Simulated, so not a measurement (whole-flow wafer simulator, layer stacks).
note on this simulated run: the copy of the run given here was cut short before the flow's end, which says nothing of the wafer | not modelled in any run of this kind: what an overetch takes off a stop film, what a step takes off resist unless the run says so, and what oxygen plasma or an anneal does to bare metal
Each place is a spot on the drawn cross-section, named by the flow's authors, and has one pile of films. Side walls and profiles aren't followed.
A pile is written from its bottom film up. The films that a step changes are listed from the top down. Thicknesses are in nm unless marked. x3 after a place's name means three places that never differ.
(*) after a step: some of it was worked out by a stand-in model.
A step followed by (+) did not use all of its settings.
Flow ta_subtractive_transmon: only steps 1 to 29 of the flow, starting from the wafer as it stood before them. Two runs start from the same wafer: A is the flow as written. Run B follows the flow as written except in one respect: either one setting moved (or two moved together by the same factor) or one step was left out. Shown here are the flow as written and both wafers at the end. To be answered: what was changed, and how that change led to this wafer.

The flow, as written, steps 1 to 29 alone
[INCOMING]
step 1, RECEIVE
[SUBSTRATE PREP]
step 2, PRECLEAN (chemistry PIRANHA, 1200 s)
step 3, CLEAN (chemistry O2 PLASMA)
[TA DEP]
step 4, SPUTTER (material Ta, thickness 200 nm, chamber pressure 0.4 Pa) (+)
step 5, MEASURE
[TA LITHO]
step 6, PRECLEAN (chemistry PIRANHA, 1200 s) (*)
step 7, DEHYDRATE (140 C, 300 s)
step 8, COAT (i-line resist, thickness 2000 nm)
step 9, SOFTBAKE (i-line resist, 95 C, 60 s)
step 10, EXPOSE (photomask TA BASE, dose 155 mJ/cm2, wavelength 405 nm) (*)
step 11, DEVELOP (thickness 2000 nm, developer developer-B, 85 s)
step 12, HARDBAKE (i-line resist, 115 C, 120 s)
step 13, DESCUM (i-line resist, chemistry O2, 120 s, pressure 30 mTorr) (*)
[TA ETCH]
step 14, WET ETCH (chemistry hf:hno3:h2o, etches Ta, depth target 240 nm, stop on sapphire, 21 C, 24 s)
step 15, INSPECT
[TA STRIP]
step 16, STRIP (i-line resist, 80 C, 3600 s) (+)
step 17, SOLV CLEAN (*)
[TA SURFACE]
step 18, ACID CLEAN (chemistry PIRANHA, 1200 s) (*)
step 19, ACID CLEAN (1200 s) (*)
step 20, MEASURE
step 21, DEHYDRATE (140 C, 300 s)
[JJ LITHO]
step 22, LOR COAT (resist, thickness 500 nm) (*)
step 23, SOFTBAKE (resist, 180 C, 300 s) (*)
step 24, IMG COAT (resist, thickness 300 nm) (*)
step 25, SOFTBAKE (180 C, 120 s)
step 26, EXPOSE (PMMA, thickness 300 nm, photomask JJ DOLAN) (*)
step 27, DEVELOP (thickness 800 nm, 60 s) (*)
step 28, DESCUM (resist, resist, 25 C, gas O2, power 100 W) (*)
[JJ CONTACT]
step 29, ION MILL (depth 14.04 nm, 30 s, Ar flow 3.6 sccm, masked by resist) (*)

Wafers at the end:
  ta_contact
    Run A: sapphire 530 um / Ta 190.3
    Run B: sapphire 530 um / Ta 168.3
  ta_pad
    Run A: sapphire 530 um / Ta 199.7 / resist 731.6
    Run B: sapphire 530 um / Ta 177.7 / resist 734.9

What caused this: step 4, SPUTTER: thickness 178 nm was run, whereas the flow has thickness 200 nm.

How this came from the change, step by step:
  step 4, SPUTTER (material Ta, thickness 200 nm, chamber pressure 0.4 Pa) (+)
      field x2, jj_line, lead, ta_contact, ta_pad: A +200 Ta (new film) | B +178 Ta (new film)
  step 14, WET ETCH (chemistry hf:hno3:h2o, etches Ta, depth target 240 nm, stop on sapphire, 21 C, 24 s)
      field x2, jj_line, lead: A -200 Ta (all of it) | B -178 Ta (all of it)
